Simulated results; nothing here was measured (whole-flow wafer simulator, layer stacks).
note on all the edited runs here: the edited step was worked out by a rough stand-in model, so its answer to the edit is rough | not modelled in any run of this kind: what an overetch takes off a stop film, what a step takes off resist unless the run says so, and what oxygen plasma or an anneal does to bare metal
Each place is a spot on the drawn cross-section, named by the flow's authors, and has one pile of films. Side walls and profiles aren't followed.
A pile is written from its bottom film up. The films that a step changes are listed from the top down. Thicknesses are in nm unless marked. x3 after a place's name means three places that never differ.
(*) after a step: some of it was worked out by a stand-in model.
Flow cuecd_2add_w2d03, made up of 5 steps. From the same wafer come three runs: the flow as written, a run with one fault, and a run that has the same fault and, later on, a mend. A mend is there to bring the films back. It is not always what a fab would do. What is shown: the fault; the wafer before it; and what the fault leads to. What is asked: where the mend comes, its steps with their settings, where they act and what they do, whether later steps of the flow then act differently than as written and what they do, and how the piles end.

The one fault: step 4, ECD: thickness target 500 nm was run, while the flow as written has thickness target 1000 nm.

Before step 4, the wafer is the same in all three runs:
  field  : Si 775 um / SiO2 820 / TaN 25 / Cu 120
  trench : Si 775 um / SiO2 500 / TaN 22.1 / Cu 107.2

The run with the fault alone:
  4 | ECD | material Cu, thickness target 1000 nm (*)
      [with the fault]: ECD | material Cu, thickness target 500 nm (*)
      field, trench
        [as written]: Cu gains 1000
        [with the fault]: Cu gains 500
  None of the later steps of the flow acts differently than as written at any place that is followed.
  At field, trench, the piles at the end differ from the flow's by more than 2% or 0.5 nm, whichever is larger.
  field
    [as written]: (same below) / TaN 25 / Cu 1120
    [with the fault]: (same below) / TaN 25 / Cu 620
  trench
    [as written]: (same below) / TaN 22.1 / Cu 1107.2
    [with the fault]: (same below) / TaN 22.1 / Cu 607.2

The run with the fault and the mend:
  After step 5 comes the mend.
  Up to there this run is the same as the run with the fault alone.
  5a | ECD | material Cu, thickness target 500 nm (*) (a further turn of the flow's step 4, with different settings)
      field, trench
        Cu gains 500
  None of the later steps of the flow acts differently than as written at any place that is followed.
  By the end, the piles equal the flow's at every place that both follow.
